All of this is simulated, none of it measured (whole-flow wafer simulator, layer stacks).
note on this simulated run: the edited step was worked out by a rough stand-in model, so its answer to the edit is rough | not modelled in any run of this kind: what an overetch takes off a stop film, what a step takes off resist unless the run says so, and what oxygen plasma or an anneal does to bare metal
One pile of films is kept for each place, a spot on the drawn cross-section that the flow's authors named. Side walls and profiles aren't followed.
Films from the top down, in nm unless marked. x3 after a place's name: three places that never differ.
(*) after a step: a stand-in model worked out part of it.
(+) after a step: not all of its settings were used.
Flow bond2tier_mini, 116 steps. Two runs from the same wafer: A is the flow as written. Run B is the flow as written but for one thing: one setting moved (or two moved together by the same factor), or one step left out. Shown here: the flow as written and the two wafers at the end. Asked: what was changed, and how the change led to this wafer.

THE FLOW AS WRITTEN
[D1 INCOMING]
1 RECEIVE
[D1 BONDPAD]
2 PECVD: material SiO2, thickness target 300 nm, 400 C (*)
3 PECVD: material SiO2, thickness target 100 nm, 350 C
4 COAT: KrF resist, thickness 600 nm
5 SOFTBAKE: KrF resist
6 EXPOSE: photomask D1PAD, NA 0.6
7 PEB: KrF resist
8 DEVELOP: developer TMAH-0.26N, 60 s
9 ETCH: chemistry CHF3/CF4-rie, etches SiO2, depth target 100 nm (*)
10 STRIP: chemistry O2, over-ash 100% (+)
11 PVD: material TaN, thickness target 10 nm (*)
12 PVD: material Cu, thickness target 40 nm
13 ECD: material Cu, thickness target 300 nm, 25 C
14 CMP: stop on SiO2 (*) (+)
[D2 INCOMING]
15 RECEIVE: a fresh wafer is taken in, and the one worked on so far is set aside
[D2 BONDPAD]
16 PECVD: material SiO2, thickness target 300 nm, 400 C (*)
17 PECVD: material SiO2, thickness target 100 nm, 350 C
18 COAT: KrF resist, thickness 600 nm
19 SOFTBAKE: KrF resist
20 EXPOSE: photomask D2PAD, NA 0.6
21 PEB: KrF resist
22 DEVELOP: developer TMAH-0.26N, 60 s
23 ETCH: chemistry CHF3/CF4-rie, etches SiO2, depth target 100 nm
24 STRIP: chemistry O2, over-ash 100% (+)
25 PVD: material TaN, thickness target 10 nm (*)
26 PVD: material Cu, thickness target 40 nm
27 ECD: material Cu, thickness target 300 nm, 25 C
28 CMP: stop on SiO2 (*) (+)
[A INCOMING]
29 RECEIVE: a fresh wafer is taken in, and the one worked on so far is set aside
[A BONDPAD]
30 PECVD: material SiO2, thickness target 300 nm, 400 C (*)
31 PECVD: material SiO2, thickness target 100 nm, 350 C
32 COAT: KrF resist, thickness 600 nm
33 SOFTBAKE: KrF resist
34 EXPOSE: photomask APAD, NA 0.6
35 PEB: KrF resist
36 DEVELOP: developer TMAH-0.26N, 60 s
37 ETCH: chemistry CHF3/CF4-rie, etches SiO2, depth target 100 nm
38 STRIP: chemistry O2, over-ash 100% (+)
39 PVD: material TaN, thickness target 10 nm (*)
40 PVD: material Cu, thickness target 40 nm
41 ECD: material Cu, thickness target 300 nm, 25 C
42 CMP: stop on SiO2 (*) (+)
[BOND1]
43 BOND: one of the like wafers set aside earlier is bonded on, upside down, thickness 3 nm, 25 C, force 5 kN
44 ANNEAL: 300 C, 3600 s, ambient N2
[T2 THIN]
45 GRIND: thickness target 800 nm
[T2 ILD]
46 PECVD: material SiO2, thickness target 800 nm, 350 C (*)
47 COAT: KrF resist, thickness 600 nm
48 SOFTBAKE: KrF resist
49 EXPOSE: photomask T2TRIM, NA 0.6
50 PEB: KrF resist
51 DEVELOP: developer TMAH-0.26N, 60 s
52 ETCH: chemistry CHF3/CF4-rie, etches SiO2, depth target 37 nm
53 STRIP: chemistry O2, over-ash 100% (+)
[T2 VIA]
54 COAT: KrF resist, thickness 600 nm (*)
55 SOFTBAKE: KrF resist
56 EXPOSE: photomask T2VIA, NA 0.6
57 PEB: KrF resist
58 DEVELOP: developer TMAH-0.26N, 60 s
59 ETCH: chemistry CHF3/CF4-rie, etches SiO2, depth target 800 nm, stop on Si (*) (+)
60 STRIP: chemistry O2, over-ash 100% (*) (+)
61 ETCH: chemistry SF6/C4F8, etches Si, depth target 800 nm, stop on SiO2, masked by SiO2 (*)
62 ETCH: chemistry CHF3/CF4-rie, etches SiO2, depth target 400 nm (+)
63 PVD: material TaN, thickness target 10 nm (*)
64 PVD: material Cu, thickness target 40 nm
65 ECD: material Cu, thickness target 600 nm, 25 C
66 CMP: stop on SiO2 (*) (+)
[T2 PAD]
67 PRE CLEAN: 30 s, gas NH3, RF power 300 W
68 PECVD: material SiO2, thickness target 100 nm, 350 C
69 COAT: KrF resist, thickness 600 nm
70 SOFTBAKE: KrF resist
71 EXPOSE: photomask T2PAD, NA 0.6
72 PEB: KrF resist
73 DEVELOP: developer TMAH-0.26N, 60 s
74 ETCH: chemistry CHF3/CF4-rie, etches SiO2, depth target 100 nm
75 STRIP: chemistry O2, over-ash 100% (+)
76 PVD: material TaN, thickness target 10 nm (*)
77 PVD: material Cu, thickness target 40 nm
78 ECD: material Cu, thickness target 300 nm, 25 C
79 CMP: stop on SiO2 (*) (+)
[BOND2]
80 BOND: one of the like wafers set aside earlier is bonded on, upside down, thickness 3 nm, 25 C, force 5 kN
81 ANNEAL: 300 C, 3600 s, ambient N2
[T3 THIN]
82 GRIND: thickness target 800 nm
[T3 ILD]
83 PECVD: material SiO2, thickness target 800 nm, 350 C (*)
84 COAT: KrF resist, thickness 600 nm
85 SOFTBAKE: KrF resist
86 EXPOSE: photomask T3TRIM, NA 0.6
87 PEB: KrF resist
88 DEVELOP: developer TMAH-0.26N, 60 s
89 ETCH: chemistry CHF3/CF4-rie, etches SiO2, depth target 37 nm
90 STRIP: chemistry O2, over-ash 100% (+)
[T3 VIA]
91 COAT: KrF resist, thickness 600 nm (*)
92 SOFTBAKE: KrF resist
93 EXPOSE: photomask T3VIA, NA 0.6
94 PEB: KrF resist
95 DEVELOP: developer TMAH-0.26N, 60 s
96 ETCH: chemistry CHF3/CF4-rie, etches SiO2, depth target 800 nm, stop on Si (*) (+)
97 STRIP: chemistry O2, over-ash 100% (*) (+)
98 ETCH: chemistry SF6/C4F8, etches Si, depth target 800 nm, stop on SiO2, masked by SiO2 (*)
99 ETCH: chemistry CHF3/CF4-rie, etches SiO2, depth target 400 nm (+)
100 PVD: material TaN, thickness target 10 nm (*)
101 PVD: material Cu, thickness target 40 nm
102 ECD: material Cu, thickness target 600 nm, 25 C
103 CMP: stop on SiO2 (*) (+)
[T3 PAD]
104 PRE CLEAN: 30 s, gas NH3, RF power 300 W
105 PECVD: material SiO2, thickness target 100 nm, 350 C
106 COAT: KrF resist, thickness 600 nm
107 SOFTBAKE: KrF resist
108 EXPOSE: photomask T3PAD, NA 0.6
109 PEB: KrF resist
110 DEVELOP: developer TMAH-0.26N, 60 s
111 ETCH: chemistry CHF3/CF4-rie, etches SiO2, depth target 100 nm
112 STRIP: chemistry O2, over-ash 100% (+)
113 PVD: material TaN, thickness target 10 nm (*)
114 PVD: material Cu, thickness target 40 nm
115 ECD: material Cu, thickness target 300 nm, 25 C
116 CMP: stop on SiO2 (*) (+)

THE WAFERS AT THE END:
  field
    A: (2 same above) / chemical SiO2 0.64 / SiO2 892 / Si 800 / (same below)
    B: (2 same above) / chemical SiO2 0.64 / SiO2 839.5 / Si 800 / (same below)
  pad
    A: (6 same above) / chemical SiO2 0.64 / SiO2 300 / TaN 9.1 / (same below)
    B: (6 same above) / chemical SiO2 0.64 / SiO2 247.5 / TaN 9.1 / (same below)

The cause: step 16, PECVD: thickness target 247.5 nm was run, where the flow has thickness target 300 nm.
It can be read off the wafer: pad has SiO2 247.5, and step 16 as written asks for 300 nm.

How the change led to this, step by step:
  16 PECVD: material SiO2, thickness target 300 nm, 400 C (*)
      field, pad, via: A SiO2 +300 (new film) | B SiO2 +247.5 (new film)
  80 BOND: one of the like wafers set aside earlier is bonded on, upside down, thickness 3 nm, 25 C, force 5 kN
      field: A Si +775 um (new film), chemical SiO2 +0.64 (new film), SiO2 +400 | B Si +775 um (new film), chemical SiO2 +0.64 (new film), SiO2 +347.5
      pad: A Si +775 um (new film), chemical SiO2 +0.64 (new film), SiO2 +300 (new film), TaN +9.1 (new film), Cu +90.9 | B Si +775 um (new film), chemical SiO2 +0.64 (new film), SiO2 +247.5 (new film), TaN +9.1 (new film), Cu +90.9
